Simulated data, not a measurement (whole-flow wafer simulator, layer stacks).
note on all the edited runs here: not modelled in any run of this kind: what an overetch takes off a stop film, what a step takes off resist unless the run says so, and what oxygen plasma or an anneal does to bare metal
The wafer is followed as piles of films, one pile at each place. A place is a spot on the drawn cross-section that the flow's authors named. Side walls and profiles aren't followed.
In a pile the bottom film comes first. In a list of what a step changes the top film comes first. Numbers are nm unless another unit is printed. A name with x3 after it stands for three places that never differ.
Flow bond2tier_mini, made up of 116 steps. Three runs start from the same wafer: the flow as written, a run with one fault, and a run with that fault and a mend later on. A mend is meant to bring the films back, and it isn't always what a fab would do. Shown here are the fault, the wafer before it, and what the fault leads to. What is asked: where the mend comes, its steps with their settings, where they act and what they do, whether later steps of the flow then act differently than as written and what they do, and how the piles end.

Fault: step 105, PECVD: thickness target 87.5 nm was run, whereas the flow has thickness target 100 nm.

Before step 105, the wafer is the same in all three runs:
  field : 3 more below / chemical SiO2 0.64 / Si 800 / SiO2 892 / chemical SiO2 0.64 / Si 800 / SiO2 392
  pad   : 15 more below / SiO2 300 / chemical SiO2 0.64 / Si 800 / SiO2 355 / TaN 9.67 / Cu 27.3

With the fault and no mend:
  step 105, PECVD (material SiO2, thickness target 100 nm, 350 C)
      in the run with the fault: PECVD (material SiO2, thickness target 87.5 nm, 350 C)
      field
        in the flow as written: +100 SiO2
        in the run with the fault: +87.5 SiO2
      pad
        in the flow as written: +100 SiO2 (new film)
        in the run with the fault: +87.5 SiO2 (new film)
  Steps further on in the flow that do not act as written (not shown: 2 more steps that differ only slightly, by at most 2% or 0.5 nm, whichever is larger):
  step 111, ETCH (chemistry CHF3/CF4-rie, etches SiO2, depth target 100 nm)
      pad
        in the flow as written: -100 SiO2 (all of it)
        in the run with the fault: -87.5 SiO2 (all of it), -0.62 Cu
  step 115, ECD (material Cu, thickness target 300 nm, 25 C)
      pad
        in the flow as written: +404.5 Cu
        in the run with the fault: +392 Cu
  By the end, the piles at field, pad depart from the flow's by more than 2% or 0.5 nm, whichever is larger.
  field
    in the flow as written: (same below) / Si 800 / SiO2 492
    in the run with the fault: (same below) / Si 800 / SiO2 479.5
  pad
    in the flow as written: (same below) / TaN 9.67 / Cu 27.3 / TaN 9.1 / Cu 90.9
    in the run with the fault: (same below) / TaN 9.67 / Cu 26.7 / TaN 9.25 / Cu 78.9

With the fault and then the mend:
  After step 105 comes the mend.
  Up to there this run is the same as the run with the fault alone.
  step 105a, PECVD (material SiO2, thickness target 12.5 nm, 350 C) (the flow's step 105 again, with other settings)
      field, pad
        +12.5 SiO2
  None of the later steps of the flow acts differently than as written at any place that is followed.
  At every place that both follow, the piles at the end match the flow's.
